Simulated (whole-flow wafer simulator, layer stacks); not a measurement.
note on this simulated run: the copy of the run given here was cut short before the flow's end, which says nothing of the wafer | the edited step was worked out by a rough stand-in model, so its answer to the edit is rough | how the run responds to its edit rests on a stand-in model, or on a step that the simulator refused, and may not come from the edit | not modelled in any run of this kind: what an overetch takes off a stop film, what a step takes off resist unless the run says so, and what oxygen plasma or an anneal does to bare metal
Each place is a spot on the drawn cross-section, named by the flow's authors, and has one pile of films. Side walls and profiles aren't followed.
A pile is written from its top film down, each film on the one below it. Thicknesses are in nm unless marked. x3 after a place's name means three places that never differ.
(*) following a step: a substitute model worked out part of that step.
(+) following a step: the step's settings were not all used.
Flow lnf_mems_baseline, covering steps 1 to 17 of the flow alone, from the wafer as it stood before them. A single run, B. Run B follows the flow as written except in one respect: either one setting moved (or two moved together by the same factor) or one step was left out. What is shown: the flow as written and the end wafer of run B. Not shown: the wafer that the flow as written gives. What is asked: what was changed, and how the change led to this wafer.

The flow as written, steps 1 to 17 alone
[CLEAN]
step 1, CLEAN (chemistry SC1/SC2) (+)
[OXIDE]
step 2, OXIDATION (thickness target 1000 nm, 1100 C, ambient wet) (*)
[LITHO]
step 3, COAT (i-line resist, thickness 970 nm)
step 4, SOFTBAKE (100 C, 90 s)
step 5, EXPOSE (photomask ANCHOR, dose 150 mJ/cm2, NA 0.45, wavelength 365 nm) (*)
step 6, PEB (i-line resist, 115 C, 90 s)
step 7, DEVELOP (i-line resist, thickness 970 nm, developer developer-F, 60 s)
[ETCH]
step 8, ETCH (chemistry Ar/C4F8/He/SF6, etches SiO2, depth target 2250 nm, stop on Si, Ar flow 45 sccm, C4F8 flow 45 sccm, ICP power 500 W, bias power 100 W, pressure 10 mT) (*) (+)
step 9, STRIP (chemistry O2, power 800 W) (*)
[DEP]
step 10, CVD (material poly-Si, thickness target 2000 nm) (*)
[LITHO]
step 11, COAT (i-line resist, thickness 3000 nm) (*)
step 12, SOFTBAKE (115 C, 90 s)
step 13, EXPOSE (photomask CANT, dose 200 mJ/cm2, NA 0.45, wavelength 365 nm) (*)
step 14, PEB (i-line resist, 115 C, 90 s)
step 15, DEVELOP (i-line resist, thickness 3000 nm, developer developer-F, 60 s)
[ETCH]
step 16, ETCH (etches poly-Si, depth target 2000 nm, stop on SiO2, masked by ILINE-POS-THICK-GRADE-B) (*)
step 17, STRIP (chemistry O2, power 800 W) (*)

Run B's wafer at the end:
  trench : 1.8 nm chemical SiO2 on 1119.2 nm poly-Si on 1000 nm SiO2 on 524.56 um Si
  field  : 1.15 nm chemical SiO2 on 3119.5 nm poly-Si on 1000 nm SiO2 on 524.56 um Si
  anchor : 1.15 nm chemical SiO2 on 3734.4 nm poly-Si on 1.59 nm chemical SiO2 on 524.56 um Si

The reason: step 10, CVD: thickness target 3120 nm was run, whereas the flow has thickness target 2000 nm.

Step by step, how the change led to this:
  step 10, CVD (material poly-Si, thickness target 2000 nm) (*)
      field, beam, trench, char_slit: +3120 poly-Si (new film) (as written it would have been: +2000 poly-Si (new film))
      anchor: +3734.9 poly-Si (new film) (as written it would have been: +2322 poly-Si (new film))
  step 11, COAT (i-line resist, thickness 3000 nm) (*)
      anchor: +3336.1 i-line resist (new film) (as written it would have been: +3611.6 i-line resist (new film))
  step 12, SOFTBAKE (115 C, 90 s)
      field: -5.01 i-line resist (as written it would have been: -6.66 i-line resist)
      anchor: +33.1 i-line resist (as written it would have been: +45.4 i-line resist)
      (and at 2 other places as well)
  step 14, PEB (i-line resist, 115 C, 90 s)
      anchor: -41 i-line resist (as written it would have been: -46.1 i-line resist)
  step 16, ETCH (etches poly-Si, depth target 2000 nm, stop on SiO2, masked by ILINE-POS-THICK-GRADE-B) (*)
      trench, char_slit: -2000 poly-Si (as written it would have been: -2000 poly-Si (all of it))
  step 17, STRIP (chemistry O2, power 800 W) (*)
      trench, char_slit: +1.8 chemical SiO2 (new film), -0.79 poly-Si (as written it would have been: nothing)
      anchor: +1.15 chemical SiO2 (new film), -3303.1 i-line resist (all of it), -0.51 poly-Si (as written it would have been: +1.17 chemical SiO2 (new film), -3585.8 i-line resist (all of it), -0.52 poly-Si)
